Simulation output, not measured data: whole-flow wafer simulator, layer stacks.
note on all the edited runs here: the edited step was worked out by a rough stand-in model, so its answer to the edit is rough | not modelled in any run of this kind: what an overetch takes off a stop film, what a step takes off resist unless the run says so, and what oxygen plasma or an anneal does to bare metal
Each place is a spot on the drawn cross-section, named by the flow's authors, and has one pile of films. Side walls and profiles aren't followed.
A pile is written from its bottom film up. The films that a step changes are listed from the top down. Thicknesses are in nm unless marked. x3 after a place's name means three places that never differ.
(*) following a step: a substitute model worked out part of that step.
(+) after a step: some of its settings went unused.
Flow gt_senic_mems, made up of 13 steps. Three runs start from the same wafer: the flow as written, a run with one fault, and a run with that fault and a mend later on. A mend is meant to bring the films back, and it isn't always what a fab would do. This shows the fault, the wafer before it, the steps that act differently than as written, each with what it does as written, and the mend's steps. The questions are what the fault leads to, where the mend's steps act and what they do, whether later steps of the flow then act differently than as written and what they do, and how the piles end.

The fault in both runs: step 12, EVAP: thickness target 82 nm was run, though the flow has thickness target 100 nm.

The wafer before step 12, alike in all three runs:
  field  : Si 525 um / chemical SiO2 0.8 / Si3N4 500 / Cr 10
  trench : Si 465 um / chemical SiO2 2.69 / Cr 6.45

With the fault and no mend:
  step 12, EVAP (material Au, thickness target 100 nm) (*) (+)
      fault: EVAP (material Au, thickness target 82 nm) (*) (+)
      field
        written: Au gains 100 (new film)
        fault: Au gains 82 (new film)
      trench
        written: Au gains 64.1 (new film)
        fault: Au gains 52.6 (new film)
  Every later step of the flow that is run acts as written at every place that is followed.
  At field, trench, the piles at the end differ from the flow's by more than 2% or 0.5 nm, whichever is larger.
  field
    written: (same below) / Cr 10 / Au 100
    fault: (same below) / Cr 10 / Au 82
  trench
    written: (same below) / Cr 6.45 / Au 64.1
    fault: (same below) / Cr 6.45 / Au 52.6

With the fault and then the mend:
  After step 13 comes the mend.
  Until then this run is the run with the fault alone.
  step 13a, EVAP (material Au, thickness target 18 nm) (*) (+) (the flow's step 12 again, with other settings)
      field
        Au gains 18
      trench
        Au gains 11.6
  Every later step of the flow that is run acts as written at every place that is followed.
  At the end the piles are close to the flow's at the places that both follow, differing by at most 2% or 0.5 nm, whichever is larger.
